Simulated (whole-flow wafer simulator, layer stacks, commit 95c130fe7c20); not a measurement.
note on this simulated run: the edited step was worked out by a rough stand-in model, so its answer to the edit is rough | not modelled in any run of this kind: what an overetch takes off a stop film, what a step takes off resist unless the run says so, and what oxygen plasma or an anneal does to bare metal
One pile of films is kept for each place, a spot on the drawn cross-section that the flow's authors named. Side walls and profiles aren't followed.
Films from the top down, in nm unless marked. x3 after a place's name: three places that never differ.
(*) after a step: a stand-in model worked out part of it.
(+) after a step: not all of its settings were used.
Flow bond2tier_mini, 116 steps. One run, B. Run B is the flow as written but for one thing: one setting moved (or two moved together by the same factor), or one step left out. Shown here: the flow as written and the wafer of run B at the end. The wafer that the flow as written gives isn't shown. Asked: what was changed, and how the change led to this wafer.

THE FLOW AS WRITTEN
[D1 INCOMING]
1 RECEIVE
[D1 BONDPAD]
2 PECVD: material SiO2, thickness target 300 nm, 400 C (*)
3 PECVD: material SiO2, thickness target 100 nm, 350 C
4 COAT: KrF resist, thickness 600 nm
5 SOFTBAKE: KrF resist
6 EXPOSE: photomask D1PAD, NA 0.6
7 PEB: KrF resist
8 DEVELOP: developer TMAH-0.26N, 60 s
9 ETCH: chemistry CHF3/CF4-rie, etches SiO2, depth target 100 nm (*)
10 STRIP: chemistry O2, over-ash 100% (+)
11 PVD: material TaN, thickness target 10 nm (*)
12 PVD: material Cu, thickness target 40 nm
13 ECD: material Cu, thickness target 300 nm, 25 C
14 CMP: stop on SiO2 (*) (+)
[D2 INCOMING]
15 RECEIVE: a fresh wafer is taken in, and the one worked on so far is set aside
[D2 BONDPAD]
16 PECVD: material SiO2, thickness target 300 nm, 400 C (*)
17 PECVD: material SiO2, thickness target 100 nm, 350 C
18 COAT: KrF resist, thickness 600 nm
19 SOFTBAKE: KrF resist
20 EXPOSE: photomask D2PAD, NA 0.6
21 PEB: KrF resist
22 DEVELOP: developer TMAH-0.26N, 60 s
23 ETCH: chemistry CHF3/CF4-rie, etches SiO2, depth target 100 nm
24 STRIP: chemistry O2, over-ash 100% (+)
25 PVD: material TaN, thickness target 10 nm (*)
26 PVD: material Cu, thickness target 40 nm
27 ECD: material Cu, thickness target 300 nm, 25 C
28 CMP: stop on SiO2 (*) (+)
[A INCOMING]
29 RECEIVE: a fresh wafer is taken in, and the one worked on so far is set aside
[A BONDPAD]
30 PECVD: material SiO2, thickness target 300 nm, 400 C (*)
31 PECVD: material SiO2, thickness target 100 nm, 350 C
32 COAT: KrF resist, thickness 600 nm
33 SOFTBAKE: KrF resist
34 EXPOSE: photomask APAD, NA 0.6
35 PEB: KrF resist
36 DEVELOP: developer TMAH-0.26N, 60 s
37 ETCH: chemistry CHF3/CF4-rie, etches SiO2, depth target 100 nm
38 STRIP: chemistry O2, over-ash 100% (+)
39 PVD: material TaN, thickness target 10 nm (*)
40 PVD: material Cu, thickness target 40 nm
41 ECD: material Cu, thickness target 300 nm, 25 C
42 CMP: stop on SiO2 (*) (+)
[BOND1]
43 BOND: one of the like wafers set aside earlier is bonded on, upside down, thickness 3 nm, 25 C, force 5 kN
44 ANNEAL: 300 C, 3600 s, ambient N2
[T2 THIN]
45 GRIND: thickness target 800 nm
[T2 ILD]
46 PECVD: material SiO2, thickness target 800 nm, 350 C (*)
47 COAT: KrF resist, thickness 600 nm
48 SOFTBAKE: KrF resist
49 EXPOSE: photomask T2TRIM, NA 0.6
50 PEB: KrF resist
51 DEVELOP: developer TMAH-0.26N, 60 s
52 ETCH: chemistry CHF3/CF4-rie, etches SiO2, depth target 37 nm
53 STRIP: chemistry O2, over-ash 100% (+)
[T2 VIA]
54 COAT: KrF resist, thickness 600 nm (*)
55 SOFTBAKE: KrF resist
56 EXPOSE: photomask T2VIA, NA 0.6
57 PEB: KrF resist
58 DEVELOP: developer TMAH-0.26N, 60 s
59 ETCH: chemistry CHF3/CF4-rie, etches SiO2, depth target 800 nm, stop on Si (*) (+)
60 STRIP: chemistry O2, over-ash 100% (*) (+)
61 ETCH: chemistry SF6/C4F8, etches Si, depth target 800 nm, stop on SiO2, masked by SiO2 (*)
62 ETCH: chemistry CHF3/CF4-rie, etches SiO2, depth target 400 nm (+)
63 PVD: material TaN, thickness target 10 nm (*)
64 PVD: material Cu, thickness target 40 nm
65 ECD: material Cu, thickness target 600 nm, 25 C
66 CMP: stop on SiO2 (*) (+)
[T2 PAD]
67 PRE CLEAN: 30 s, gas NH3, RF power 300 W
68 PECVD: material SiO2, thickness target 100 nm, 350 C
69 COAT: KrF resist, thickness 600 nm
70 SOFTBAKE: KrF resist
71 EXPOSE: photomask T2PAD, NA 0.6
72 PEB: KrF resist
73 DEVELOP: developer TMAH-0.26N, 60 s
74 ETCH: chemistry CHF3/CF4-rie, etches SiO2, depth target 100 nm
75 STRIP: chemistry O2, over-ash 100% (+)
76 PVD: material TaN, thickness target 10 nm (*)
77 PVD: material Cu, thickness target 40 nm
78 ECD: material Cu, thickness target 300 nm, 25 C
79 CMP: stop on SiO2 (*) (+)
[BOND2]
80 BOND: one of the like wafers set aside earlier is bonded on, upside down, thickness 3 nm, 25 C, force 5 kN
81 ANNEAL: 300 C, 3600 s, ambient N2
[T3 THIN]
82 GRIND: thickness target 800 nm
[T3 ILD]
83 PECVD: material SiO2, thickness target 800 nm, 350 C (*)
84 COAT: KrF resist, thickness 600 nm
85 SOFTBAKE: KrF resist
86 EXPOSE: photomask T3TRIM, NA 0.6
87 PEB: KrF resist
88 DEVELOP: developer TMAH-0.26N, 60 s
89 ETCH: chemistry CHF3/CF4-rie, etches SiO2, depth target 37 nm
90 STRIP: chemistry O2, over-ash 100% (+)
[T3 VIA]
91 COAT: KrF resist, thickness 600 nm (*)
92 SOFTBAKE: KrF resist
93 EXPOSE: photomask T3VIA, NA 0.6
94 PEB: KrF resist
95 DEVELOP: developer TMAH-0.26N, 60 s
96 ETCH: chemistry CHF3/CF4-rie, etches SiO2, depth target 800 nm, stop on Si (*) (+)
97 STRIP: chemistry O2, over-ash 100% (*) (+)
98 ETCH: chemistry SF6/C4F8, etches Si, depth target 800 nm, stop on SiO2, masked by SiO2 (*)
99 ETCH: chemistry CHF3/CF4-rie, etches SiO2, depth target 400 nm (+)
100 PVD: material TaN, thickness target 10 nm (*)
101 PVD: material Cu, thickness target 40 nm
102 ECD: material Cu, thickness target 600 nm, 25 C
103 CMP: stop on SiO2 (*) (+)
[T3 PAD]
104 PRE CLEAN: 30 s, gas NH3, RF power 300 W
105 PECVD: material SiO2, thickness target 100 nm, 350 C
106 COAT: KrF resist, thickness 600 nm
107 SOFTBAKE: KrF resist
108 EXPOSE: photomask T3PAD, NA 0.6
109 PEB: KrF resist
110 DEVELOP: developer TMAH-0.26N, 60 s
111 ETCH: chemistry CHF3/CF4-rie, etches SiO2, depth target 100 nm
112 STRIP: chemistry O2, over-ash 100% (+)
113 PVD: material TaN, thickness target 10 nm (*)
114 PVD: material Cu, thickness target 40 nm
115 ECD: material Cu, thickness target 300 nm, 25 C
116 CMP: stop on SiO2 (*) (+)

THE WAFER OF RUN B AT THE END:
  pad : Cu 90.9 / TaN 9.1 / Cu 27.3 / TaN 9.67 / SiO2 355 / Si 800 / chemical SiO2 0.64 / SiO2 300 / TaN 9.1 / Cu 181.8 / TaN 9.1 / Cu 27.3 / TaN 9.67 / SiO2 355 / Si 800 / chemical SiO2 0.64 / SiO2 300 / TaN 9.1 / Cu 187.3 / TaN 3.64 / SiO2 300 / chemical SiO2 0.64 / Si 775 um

The cause: step 39, PVD: thickness target 4 nm was run, where the flow has thickness target 10 nm.

How the change led to this, step by step:
  39 PVD: material TaN, thickness target 10 nm (*)
      field: TaN +4 (new film) (as written it would be: TaN +10 (new film))
      pad: TaN +3.64 (new film) (as written it would be: TaN +9.1 (new film))
      (and at 1 more place)
  42 CMP: stop on SiO2 (*) (+)
      field: Cu -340 (all of it), TaN -4 (all of it) (as written it would be: Cu -340 (all of it), TaN -10 (all of it))
